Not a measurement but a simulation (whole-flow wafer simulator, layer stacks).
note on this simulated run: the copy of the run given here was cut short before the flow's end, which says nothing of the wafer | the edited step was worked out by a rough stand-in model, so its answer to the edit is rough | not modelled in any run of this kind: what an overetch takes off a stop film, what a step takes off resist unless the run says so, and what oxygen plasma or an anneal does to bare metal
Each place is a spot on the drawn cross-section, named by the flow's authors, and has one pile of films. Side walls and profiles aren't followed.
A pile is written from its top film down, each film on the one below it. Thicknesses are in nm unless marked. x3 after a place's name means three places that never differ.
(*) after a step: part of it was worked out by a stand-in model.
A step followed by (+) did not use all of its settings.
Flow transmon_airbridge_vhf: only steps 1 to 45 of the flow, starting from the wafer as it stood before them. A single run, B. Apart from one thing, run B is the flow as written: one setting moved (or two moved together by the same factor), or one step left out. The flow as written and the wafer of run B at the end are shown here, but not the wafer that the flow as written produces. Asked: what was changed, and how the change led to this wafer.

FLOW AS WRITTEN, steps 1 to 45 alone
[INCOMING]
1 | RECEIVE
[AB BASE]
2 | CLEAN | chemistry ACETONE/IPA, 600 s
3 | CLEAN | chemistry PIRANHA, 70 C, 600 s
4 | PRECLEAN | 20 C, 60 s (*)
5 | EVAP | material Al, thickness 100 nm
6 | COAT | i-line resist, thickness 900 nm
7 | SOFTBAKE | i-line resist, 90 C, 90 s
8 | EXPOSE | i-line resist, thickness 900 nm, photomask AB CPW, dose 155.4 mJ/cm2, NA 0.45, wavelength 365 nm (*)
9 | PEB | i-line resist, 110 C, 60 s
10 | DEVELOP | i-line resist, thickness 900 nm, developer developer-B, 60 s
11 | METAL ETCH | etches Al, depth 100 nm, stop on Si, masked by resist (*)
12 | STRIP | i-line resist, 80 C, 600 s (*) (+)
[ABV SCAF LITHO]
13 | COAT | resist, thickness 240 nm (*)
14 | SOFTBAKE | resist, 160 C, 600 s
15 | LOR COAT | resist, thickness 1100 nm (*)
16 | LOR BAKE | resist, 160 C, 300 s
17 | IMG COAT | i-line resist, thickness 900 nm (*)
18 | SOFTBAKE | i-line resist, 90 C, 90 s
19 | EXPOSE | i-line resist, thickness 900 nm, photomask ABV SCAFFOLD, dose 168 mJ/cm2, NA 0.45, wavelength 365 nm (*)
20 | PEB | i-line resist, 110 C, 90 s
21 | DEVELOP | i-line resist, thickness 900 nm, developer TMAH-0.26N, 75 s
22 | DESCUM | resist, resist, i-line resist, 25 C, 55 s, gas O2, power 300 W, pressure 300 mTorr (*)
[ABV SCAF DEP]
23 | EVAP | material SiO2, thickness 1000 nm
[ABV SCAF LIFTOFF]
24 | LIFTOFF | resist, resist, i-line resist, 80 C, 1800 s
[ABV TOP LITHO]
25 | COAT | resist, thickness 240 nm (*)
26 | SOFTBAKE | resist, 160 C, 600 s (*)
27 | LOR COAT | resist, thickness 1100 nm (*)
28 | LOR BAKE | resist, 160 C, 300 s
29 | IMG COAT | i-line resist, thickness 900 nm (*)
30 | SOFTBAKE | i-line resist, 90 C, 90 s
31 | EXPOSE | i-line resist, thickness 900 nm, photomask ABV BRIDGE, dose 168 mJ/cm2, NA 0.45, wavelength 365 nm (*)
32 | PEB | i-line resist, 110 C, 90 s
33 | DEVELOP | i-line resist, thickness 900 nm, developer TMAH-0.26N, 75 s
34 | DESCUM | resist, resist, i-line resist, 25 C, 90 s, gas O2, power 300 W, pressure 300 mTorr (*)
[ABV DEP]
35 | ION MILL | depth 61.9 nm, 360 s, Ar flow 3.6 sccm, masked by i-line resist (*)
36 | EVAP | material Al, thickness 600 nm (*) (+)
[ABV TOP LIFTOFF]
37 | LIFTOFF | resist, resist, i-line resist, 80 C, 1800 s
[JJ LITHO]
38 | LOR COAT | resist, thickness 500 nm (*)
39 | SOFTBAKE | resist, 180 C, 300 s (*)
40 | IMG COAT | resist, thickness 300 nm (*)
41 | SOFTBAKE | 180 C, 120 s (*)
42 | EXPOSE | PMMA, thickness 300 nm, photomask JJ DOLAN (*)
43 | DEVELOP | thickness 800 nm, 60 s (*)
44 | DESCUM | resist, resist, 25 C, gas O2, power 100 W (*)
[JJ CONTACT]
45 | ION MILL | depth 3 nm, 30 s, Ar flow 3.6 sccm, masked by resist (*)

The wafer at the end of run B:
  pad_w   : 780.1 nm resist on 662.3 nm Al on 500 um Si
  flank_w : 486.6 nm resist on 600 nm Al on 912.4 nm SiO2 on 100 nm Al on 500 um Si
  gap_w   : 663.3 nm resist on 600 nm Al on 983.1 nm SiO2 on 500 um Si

What caused this: step 35, ION MILL: depth 29.1 nm was run, while the flow as written has depth 61.9 nm; step 35, ION MILL: 169 s was run, where the flow has 360 s.

Step by step, how the change led to this:
  35 | ION MILL | depth 61.9 nm, 360 s, Ar flow 3.6 sccm, masked by i-line resist (*)
      field x3, jj_line, ground_far, trace_open_s x2, margin_s, margin_n: -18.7 i-line resist (as written it would have been: -39.7 i-line resist)
      flank_w, gap_w, cpw_trace, gap_e, flank_e, bridge_strip: -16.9 SiO2 (as written it would have been: -36 SiO2)
      (as well as at 2 more places)
  37 | LIFTOFF | resist, resist, i-line resist, 80 C, 1800 s
      field x3, jj_line, trace_open_s x2: -600 Al (all of it), -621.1 i-line resist (all of it), -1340 resist (all of it) (as written it would have been: -600 Al (all of it), -600 i-line resist (all of it), -1340 resist (all of it))
      margin_s, margin_n: -600 Al (all of it), -339.4 i-line resist (all of it), -992 resist (all of it) (as written it would have been: -600 Al (all of it), -318.3 i-line resist (all of it), -992 resist (all of it))
      (as well as at 1 more place)
